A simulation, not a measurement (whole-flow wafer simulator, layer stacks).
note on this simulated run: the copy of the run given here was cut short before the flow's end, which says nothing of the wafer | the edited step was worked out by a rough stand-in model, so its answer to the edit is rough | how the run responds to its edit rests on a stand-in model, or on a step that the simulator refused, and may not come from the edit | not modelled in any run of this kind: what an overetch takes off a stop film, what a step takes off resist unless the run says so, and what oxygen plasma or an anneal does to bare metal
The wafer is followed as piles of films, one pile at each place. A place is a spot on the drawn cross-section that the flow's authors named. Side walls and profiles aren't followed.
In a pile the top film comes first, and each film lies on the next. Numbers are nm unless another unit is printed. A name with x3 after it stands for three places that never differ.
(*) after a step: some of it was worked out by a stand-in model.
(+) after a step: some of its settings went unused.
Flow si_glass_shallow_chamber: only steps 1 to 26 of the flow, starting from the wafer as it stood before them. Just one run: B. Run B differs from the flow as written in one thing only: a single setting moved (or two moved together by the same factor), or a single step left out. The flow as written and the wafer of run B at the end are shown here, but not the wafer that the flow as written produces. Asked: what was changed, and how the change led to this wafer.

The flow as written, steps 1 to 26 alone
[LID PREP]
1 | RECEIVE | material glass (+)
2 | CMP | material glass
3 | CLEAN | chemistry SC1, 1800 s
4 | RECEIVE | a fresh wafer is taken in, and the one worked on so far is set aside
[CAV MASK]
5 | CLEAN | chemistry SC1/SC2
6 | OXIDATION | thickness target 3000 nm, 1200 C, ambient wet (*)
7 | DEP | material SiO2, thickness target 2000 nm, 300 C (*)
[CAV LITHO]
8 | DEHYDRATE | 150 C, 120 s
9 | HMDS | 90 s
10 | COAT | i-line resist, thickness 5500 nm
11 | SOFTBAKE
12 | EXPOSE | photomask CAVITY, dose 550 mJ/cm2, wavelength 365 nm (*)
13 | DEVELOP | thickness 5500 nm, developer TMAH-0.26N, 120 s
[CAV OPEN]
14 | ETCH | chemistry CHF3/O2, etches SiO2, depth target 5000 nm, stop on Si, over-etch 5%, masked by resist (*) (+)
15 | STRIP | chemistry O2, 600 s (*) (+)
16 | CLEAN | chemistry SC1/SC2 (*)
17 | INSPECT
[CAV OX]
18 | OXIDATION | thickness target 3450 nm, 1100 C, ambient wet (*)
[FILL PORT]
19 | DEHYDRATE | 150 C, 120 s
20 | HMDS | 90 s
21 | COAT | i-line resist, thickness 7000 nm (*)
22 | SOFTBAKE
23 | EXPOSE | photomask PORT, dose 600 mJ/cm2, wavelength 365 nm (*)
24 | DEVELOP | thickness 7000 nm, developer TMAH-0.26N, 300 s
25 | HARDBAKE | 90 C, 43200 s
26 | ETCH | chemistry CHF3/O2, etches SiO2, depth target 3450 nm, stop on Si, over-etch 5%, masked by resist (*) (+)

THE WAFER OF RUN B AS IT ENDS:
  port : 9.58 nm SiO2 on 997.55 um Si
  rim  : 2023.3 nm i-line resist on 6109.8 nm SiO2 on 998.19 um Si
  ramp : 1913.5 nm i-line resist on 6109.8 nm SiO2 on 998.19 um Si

Cause: step 14, ETCH: depth target 3750 nm was run, whereas the flow has depth target 5000 nm.

Step by step, how the change led to this:
  14 | ETCH | chemistry CHF3/O2, etches SiO2, depth target 5000 nm, stop on Si, over-etch 5%, masked by resist (*) (+)
      cav, port: SiO2 loses 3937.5 (it would be, as written: SiO2 loses 5000 (all of it), Si loses 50)
      rim, ramp, septum, ring: i-line resist loses 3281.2 (it would be, as written: i-line resist loses 4375)
  15 | STRIP | chemistry O2, 600 s (*) (+)
      cav, port: nothing (it would be, as written: chemical SiO2 gains 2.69 (new film), Si loses 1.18)
      rim, ramp, septum, ring: i-line resist loses 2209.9 (all of it) (it would be, as written: i-line resist loses 1116.2 (all of it))
  18 | OXIDATION | thickness target 3450 nm, 1100 C, ambient wet (*)
      cav, port: SiO2 gains 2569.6, Si loses 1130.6 (it would be, as written: SiO2 gains 3450 (new film), chemical SiO2 loses 2.69 (all of it), Si loses 1516.8)
  21 | COAT | i-line resist, thickness 7000 nm (*)
      rim: i-line resist gains 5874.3 (new film) (it would be, as written: i-line resist gains 5660.1 (new film))
      ramp: i-line resist gains 5385.3 (new film) (it would be, as written: i-line resist gains 5087.8 (new film))
  22 | SOFTBAKE
      rim: i-line resist loses 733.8 (it would be, as written: i-line resist loses 849)
      ramp: i-line resist loses 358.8 (it would be, as written: i-line resist loses 434.5)
      (also at 4 further places)
  25 | HARDBAKE | 90 C, 43200 s
      rim: i-line resist loses 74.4 (it would be, as written: i-line resist loses 62.5)
      ramp: i-line resist loses 70.2 (it would be, as written: i-line resist loses 57.1)
      (also at 1 further place)
  26 | ETCH | chemistry CHF3/O2, etches SiO2, depth target 3450 nm, stop on Si, over-etch 5%, masked by resist (*) (+)
      port: SiO2 loses 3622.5 (it would be, as written: SiO2 loses 3450 (all of it), Si loses 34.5)
